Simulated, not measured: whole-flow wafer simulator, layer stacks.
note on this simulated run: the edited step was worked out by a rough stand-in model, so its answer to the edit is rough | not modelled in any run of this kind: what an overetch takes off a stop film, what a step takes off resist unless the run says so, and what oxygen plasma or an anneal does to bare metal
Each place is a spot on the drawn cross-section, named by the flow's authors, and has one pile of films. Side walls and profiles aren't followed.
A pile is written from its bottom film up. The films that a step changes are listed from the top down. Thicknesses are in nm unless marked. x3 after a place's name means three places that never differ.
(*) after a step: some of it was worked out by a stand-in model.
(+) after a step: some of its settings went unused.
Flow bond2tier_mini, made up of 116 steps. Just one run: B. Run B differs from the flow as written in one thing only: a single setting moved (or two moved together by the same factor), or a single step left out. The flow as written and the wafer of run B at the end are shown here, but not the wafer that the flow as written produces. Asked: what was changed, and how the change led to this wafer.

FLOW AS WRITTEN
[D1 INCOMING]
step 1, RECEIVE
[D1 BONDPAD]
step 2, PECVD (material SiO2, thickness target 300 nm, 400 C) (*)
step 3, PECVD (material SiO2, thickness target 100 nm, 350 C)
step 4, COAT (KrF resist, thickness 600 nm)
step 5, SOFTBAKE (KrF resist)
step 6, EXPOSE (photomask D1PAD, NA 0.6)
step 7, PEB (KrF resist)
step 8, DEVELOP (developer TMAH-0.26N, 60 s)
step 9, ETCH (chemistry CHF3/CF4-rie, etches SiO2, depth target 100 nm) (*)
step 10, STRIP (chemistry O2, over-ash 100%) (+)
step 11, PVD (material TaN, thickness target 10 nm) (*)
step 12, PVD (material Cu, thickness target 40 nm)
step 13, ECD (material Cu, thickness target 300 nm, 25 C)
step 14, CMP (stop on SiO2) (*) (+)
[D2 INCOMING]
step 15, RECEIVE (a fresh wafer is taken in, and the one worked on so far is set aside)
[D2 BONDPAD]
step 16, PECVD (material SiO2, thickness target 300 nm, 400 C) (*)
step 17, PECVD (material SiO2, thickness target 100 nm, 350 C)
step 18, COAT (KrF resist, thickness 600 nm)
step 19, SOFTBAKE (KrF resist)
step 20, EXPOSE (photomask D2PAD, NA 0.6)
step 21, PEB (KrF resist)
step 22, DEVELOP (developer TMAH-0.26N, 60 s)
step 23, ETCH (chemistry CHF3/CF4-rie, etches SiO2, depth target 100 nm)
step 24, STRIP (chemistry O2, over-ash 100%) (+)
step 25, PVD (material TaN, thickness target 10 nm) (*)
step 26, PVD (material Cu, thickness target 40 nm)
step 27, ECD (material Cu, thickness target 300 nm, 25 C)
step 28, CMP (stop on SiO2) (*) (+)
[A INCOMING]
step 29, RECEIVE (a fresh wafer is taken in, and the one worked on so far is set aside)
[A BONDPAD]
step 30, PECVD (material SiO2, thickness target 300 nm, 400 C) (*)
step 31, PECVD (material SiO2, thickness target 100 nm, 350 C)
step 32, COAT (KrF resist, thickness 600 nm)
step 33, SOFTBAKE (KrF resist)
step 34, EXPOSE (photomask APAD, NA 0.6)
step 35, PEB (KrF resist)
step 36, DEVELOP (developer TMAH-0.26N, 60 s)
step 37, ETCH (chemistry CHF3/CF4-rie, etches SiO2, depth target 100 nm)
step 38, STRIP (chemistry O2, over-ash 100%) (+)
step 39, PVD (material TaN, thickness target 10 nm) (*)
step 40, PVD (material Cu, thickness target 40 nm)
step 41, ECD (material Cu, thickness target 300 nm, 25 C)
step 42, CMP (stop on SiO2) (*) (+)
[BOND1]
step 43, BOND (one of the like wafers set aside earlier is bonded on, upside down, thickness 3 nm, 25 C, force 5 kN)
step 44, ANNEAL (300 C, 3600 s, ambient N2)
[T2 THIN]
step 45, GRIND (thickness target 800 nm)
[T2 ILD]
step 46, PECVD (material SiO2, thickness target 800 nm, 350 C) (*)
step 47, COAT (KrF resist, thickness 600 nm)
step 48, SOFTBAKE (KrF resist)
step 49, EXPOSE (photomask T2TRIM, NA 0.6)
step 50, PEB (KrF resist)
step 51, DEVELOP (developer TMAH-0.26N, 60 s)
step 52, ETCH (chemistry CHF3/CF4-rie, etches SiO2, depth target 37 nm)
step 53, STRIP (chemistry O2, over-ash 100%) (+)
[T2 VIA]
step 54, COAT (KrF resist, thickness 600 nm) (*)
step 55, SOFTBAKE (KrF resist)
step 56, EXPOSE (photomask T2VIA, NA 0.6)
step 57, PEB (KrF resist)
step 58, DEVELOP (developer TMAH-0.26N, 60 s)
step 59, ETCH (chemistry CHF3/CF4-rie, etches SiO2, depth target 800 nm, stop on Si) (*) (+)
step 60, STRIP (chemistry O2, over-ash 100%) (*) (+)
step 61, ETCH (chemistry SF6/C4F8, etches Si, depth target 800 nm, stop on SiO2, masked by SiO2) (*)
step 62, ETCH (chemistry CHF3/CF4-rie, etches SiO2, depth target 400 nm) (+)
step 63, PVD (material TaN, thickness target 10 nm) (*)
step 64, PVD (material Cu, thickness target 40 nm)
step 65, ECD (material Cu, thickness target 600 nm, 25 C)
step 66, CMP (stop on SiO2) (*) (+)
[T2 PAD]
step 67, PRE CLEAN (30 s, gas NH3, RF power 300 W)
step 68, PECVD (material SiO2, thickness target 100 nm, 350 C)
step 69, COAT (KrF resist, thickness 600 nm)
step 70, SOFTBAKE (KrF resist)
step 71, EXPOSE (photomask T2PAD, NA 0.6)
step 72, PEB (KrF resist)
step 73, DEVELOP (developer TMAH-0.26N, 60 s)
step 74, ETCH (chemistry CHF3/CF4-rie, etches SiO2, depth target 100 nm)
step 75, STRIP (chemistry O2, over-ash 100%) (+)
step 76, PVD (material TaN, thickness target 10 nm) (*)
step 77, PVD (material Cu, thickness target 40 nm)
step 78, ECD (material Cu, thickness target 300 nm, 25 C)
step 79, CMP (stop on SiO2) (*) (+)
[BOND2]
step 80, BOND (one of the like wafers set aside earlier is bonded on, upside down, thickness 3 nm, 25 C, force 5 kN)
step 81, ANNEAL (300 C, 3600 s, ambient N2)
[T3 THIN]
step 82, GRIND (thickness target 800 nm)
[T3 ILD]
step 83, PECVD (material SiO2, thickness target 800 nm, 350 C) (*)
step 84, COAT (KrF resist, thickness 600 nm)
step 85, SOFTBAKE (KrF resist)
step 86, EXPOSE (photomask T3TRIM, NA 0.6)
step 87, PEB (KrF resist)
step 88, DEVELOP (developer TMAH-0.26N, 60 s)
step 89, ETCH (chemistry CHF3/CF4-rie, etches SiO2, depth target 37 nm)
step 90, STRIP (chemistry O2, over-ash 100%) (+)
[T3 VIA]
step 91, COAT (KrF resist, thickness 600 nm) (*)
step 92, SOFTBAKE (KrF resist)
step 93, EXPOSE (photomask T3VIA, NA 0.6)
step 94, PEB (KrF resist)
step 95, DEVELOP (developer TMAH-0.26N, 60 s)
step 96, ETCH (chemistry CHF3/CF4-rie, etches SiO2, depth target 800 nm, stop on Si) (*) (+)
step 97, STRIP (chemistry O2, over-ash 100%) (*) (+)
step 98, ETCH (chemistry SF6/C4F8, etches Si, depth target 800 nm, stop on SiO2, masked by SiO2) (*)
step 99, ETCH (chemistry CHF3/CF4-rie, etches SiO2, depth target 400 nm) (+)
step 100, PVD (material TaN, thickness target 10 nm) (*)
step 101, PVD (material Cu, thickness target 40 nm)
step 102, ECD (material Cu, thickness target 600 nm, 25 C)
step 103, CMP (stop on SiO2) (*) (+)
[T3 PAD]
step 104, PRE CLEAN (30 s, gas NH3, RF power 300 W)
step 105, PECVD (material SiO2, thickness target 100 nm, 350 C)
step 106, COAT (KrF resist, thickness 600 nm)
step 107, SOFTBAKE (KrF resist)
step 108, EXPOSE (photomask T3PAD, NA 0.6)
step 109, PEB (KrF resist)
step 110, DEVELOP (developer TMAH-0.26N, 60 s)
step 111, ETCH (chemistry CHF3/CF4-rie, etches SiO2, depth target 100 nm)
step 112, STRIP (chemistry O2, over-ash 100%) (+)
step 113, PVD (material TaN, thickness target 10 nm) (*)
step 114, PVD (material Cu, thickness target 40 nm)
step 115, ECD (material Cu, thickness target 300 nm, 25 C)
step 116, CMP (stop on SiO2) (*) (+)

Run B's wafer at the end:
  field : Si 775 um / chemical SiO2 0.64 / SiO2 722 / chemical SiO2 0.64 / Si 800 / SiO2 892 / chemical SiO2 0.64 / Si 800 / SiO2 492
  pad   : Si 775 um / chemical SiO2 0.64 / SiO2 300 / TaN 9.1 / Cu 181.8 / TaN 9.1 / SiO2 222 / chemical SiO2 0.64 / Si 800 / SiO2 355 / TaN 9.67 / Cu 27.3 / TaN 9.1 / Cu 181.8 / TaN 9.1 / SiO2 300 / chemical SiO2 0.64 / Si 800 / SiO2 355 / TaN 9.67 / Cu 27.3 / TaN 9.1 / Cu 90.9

Cause: step 2, PECVD: thickness target 222 nm was run, whereas the flow has thickness target 300 nm.
The wafer lets one read it off: pad has SiO2 222, and step 2 as written asks for 300 nm.

Step by step, how the change led to this:
  step 2, PECVD (material SiO2, thickness target 300 nm, 400 C) (*)
      field, pad, via: +222 SiO2 (new film) (as written it would have been: +300 SiO2 (new film))
  step 43, BOND (one of the like wafers set aside earlier is bonded on, upside down, thickness 3 nm, 25 C, force 5 kN)
      field: +775 um Si (new film), +0.64 chemical SiO2 (new film), +322 SiO2 (as written it would have been: +775 um Si (new film), +0.64 chemical SiO2 (new film), +400 SiO2)
      pad: +775 um Si (new film), +0.64 chemical SiO2 (new film), +222 SiO2 (new film), +9.1 TaN (new film), +90.9 Cu (as written it would have been: +775 um Si (new film), +0.64 chemical SiO2 (new film), +300 SiO2 (new film), +9.1 TaN (new film), +90.9 Cu)
      (and at 1 other place as well)
